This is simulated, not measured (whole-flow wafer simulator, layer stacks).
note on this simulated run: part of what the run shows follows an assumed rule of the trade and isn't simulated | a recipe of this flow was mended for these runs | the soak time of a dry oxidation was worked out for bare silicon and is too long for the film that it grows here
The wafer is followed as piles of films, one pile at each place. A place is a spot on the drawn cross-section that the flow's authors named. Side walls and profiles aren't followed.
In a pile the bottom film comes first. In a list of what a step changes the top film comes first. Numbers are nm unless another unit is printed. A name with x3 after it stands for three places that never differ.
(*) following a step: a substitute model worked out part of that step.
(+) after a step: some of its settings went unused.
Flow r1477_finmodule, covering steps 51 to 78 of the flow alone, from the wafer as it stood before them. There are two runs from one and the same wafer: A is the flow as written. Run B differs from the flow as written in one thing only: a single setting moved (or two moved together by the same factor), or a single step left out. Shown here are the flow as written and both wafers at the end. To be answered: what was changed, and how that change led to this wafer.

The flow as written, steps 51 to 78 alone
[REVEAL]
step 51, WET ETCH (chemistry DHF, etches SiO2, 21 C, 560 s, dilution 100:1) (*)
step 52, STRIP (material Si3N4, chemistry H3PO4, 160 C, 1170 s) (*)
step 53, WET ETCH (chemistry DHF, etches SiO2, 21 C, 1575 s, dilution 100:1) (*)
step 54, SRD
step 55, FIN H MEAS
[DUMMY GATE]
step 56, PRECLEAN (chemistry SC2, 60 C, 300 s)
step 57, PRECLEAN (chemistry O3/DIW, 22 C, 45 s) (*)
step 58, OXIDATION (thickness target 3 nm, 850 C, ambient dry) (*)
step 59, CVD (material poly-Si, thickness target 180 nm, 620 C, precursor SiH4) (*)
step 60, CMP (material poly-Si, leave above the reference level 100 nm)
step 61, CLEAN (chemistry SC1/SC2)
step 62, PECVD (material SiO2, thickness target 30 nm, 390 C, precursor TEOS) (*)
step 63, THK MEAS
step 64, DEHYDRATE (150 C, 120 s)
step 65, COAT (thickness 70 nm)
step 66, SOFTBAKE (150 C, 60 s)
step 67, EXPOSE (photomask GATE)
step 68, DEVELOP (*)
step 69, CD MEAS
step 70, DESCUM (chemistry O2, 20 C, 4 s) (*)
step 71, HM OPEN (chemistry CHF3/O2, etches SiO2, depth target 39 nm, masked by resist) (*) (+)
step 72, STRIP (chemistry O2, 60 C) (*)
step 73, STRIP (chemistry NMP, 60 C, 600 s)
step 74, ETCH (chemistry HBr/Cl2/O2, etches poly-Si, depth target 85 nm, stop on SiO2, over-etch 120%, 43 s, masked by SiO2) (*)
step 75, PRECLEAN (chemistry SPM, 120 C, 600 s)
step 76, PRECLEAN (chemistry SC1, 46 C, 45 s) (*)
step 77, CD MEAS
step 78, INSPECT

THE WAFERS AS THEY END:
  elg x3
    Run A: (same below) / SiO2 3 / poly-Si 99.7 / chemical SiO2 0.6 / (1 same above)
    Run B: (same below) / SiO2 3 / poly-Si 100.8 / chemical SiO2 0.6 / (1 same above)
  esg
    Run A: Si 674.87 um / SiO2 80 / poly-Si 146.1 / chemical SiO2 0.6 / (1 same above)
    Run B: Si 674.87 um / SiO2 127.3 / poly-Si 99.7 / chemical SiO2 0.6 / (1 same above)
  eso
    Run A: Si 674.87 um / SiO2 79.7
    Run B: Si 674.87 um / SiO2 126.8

Cause: step 53, WET ETCH: 630 s was run, though the flow has 1575 s.

Step by step, how the change led to this:
  step 53, WET ETCH (chemistry DHF, etches SiO2, 21 C, 1575 s, dilution 100:1) (*)
      esg, e40sg, e100sg and 17 more: A -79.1 SiO2 | B -31.6 SiO2
      pad, padg: A -85.7 SiO2 | B -34.3 SiO2
  step 59, CVD (material poly-Si, thickness target 180 nm, 620 C, precursor SiH4) (*)
      esg, e40sg, e100sg and 15 more: A +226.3 poly-Si (new film) | B +180 poly-Si (new film)
      e200sg, e200so: A +219.2 poly-Si (new film) | B +180 poly-Si (new film)
  step 60, CMP (material poly-Si, leave above the reference level 100 nm)
      pad, padg: A -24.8 poly-Si | B -75 poly-Si
      e200sg, e200so: A -72.9 poly-Si | B -80 poly-Si
  step 74, ETCH (chemistry HBr/Cl2/O2, etches poly-Si, depth target 85 nm, stop on SiO2, over-etch 120%, 43 s, masked by SiO2) (*)
      eso, e40so, e100so and 7 more: A -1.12 chemical SiO2 (all of it), -143.9 poly-Si (all of it), -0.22 SiO2 | B -1.12 chemical SiO2 (all of it), -97.6 poly-Si (all of it), -0.45 SiO2
      pad: A -1.12 chemical SiO2 (all of it), -152.8 poly-Si (all of it), -0.17 SiO2 | B -1.12 chemical SiO2 (all of it), -102.5 poly-Si (all of it), -0.42 SiO2
